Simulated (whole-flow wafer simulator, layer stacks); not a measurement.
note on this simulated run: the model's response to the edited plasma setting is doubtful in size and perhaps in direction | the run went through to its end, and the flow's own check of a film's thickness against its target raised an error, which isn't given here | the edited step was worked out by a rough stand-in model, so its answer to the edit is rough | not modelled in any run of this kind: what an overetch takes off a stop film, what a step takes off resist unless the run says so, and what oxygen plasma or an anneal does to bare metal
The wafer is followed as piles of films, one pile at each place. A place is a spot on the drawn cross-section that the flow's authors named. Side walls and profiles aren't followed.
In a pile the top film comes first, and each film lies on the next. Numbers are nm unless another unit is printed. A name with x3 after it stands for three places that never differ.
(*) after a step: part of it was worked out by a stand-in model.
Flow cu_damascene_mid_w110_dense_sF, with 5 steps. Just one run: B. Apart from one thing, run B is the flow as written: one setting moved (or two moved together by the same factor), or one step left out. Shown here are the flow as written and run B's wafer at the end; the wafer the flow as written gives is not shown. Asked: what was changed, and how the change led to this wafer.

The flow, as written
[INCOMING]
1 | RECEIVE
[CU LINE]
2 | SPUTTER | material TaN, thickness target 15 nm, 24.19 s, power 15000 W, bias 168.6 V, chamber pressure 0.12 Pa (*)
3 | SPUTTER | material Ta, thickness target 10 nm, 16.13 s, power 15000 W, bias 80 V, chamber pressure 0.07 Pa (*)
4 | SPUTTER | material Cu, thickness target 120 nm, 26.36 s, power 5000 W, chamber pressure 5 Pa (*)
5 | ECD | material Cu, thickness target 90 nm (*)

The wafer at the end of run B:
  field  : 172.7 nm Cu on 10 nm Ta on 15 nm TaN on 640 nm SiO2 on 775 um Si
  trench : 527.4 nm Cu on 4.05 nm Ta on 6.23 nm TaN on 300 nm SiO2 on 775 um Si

What caused this: step 4, SPUTTER: power 3745 W was run, though the flow has power 5000 W.

Step by step, how the change led to this:
  4 | SPUTTER | material Cu, thickness target 120 nm, 26.36 s, power 5000 W, chamber pressure 5 Pa (*)
      field: Cu gains 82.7 (new film) (in the flow as written it would be: Cu gains 120 (new film))
      trench: Cu gains 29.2 (new film) (in the flow as written it would be: Cu gains 35.7 (new film))
  5 | ECD | material Cu, thickness target 90 nm (*)
      trench: Cu gains 498.3 (in the flow as written it would be: Cu gains 529)
